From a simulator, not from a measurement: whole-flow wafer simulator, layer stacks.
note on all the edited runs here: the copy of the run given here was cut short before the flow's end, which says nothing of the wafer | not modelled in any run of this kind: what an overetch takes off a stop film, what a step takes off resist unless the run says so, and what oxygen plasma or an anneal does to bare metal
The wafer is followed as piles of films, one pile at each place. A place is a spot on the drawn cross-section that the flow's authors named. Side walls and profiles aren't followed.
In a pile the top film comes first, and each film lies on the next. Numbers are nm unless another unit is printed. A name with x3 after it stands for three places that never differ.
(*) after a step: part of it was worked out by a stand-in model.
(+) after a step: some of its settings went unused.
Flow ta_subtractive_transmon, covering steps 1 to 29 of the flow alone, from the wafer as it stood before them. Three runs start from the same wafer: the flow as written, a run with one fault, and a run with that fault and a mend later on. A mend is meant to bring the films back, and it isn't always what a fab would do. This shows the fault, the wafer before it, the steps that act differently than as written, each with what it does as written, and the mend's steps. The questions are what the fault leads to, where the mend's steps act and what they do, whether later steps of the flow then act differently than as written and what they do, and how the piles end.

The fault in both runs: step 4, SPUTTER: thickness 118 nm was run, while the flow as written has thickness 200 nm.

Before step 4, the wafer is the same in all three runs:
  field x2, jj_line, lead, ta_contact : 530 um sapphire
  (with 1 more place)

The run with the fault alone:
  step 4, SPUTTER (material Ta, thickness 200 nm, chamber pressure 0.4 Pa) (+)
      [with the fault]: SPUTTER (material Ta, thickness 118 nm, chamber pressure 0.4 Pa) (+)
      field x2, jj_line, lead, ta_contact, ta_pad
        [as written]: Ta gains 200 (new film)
        [with the fault]: Ta gains 118 (new film)
  Steps further on in the flow that do not act as written:
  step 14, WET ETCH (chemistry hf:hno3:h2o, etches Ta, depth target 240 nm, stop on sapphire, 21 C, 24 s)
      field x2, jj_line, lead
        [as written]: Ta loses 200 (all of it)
        [with the fault]: Ta loses 118 (all of it)
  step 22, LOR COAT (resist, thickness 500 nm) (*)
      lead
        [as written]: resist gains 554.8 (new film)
        [with the fault]: resist gains 533.3 (new film)
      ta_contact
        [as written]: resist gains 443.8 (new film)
        [with the fault]: resist gains 465.6 (new film)
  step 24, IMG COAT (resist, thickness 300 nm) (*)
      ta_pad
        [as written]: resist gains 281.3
        [with the fault]: resist gains 288.8
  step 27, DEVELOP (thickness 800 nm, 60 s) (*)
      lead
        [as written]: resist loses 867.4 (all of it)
        [with the fault]: resist loses 840.7 (all of it)
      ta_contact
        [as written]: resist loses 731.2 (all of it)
        [with the fault]: resist loses 758.3 (all of it)
  By the end, the piles at ta_contact, ta_pad depart from the flow's by more than 2% or 0.5 nm, whichever is larger.
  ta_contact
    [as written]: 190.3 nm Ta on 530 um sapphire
    [with the fault]: 108.3 nm Ta on 530 um sapphire
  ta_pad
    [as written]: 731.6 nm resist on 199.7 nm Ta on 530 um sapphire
    [with the fault]: 744.7 nm resist on 117.7 nm Ta on 530 um sapphire

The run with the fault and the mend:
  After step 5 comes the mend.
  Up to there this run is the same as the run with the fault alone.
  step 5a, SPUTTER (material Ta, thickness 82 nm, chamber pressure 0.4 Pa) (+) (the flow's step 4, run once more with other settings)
      field x2, jj_line, lead, ta_contact, ta_pad
        Ta gains 82
  None of the later steps of the flow acts differently than as written at any place that is followed.
  The piles end the same as the flow's at every place that both follow.
